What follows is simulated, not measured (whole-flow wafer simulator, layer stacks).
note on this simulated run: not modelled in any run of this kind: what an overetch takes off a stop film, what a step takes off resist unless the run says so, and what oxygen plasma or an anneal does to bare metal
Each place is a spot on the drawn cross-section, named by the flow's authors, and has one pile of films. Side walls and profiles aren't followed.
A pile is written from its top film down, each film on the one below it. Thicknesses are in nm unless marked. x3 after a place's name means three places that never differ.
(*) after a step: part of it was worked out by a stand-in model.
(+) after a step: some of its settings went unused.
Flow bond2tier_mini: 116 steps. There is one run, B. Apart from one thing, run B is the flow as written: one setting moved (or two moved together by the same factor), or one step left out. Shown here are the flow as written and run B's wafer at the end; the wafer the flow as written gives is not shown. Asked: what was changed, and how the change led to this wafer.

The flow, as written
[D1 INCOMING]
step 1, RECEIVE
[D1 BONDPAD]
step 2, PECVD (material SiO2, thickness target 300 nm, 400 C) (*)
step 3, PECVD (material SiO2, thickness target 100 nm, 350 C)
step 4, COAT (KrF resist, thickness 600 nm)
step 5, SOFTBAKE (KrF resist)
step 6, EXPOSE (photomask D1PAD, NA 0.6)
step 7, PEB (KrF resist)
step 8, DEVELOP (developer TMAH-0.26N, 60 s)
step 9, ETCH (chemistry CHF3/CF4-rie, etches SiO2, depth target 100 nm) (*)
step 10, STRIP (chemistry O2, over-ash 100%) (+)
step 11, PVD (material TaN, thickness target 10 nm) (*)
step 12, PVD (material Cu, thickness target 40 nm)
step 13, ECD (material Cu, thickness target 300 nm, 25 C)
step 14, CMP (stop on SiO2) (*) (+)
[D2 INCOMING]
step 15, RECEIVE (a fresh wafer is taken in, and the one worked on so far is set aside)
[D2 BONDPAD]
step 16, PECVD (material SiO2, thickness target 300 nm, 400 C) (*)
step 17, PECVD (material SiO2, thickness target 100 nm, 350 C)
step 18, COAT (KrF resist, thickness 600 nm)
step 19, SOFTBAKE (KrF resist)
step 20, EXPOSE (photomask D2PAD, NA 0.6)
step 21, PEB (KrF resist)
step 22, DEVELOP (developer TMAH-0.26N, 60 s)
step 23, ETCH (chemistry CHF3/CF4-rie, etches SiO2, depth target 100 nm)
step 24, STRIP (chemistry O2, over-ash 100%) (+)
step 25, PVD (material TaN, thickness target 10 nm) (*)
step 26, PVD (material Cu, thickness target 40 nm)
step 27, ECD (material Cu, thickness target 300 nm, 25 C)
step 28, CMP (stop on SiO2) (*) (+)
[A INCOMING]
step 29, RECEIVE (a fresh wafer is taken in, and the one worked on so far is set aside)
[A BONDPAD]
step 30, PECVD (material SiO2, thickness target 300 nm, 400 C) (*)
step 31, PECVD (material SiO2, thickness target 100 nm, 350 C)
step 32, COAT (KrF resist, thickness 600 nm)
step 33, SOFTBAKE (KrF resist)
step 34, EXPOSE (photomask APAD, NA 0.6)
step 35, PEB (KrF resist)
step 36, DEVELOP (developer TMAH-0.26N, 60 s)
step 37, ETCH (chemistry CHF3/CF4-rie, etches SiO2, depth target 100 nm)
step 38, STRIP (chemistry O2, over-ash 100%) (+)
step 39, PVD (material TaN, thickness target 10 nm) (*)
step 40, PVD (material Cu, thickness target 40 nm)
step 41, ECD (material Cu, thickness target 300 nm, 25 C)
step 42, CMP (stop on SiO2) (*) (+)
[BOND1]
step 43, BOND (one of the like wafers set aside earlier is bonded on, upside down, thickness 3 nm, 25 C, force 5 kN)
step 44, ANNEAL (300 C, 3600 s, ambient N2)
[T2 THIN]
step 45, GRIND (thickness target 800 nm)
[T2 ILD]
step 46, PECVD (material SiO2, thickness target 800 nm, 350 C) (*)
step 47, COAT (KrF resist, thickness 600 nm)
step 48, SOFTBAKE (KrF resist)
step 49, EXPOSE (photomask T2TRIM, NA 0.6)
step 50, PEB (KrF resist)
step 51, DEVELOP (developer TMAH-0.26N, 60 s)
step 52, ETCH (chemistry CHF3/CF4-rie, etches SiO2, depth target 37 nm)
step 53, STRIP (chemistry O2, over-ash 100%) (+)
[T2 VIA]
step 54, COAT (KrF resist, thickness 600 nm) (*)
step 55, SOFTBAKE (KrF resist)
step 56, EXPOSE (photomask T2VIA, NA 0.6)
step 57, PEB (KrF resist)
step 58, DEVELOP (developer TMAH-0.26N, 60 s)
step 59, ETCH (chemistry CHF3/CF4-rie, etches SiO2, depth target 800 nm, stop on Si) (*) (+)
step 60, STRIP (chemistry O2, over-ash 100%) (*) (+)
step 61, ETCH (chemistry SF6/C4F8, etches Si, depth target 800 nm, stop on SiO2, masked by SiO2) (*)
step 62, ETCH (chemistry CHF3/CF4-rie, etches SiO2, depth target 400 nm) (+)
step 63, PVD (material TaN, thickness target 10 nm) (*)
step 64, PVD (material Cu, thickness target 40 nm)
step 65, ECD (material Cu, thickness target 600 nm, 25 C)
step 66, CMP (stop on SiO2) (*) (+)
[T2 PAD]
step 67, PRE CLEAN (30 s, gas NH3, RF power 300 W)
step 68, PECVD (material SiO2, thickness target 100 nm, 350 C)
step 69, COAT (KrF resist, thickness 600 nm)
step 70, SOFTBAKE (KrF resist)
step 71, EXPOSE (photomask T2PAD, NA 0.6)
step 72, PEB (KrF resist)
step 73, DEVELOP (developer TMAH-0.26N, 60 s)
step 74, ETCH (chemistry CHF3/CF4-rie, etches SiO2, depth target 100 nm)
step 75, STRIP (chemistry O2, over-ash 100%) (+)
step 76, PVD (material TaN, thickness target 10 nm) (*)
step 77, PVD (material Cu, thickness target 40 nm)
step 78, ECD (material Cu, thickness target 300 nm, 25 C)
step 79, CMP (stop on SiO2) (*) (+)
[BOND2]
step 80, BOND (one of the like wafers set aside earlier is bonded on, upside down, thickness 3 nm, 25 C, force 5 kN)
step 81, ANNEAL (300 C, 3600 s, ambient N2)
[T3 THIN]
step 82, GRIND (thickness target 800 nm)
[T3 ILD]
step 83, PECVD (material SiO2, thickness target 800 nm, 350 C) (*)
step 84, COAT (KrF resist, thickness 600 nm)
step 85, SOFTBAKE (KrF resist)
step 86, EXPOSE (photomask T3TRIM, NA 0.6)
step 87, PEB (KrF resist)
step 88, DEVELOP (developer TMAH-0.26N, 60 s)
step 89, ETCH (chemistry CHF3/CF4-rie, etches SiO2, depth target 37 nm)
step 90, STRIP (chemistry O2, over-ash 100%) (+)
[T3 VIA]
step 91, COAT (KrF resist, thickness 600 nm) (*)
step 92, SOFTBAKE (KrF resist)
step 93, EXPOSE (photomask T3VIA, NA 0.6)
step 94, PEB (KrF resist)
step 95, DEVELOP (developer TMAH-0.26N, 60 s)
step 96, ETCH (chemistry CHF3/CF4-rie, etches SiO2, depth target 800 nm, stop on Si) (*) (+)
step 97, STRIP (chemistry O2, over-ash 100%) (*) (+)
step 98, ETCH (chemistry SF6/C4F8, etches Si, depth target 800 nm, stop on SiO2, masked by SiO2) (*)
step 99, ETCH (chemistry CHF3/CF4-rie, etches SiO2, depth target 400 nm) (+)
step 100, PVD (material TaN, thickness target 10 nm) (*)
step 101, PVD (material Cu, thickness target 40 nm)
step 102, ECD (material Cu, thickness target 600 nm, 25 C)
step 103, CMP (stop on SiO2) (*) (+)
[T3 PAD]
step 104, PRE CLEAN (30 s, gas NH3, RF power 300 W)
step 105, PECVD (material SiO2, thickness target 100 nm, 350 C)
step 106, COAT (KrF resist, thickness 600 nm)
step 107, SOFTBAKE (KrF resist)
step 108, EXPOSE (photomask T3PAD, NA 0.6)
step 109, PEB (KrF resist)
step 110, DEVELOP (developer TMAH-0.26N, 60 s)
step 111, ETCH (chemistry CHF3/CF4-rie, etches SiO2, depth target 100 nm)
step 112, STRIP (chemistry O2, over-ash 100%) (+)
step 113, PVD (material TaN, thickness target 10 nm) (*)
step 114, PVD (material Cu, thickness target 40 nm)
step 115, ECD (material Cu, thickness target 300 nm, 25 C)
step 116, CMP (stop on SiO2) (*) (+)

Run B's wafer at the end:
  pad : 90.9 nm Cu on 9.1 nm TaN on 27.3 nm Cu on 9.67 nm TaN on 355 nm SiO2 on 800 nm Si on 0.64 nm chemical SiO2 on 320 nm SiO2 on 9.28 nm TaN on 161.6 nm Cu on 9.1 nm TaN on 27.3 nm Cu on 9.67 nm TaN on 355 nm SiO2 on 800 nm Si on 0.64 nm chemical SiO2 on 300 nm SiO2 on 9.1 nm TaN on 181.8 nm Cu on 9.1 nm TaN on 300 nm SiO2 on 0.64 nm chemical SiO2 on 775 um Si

The reason: step 23, ETCH: depth target 80 nm was run, though the flow has depth target 100 nm.

The path from the change to this, step by step:
  step 23, ETCH (chemistry CHF3/CF4-rie, etches SiO2, depth target 100 nm)
      pad, via: SiO2 loses 80 (it would be, as written: SiO2 loses 100)
      field: KrF resist loses 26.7 (it would be, as written: KrF resist loses 33.3)
  step 27, ECD (material Cu, thickness target 300 nm, 25 C)
      pad: Cu gains 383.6 (it would be, as written: Cu gains 404.5)
      via: Cu gains 380.1 (it would be, as written: Cu gains 400.2)
  step 80, BOND (one of the like wafers set aside earlier is bonded on, upside down, thickness 3 nm, 25 C, force 5 kN)
      pad: Si gains 775 um (new film), chemical SiO2 gains 0.64 (new film), SiO2 gains 320 (new film), TaN gains 9.28 (new film), Cu gains 70.7 (it would be, as written: Si gains 775 um (new film), chemical SiO2 gains 0.64 (new film), SiO2 gains 300 (new film), TaN gains 9.1 (new film), Cu gains 90.9)
